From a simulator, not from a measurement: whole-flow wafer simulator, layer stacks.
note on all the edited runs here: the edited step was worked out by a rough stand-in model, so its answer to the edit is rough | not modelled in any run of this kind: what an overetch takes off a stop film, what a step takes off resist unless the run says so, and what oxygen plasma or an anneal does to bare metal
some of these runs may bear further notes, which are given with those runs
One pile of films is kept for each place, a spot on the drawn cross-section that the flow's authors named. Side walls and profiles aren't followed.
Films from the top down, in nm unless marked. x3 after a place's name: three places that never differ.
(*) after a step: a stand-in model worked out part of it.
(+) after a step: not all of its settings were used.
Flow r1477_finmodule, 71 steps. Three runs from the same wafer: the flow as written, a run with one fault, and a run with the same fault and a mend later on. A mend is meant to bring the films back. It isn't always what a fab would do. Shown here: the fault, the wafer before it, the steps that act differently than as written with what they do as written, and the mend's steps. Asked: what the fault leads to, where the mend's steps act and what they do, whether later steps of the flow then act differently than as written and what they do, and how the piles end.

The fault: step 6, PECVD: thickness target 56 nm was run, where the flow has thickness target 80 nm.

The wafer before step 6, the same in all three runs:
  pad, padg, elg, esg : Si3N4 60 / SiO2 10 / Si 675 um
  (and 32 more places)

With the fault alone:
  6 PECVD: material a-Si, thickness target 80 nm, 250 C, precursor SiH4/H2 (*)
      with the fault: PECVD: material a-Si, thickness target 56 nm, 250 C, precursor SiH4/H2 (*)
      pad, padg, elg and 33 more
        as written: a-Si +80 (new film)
        with the fault: a-Si +56 (new film)
  Later steps of the flow that act differently than as written (2 more steps differ only slightly, by at most 2% or 0.5 nm, whichever is larger, and aren't shown):
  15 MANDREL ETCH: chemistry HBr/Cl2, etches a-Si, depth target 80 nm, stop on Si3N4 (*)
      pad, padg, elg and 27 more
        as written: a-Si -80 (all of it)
        with the fault: a-Si -56 (all of it)
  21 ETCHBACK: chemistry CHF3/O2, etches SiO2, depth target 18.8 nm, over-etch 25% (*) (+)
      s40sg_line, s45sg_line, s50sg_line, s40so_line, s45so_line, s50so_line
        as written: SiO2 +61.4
        with the fault: SiO2 +37.4
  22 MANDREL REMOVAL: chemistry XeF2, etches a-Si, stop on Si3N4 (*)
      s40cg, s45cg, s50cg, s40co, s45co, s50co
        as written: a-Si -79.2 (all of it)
        with the fault: a-Si -55.2 (all of it)
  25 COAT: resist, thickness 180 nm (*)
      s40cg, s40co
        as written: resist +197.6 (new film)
        with the fault: resist +191.6 (new film)
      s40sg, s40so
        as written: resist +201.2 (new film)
        with the fault: resist +195.2 (new film)
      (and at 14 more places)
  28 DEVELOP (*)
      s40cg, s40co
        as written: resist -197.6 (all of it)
        with the fault: resist -191.6 (all of it)
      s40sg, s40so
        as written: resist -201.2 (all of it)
        with the fault: resist -195.2 (all of it)
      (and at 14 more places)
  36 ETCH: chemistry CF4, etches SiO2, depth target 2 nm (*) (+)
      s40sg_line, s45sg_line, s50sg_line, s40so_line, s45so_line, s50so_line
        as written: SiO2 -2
        with the fault: SiO2 -1.4 (all of it), Si3N4 -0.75
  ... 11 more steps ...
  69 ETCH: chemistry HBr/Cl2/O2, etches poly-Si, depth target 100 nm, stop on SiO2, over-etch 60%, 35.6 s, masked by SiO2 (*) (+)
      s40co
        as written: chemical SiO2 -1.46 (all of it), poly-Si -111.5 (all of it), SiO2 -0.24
        with the fault: chemical SiO2 -1.38 (all of it), poly-Si -136.8 (all of it), SiO2 -0.12
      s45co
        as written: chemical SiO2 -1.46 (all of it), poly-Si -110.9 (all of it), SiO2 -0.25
        with the fault: chemical SiO2 -1.38 (all of it), poly-Si -136.8 (all of it), SiO2 -0.12
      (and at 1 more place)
  At the end the piles differ from the flow's by more than 2% or 0.5 nm, whichever is larger, at pad, padg, elg and 27 more.
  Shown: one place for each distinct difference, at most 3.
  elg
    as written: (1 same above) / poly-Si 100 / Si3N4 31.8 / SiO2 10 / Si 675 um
    with the fault: (1 same above) / poly-Si 100 / SiO2 3 / Si 674.99 um
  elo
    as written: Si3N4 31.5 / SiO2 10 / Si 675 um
    with the fault: SiO2 2.58 / Si 674.99 um
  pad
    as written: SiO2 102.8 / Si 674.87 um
    with the fault: SiO2 79.6 / Si 674.87 um

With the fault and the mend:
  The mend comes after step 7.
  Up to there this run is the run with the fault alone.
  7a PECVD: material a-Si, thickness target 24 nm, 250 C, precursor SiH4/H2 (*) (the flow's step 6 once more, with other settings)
      pad, padg, elg and 33 more
        a-Si +24
  No later step of the flow acts differently than as written at any place that is followed.
  At the end the piles are the same as the flow's at every place that both follow.
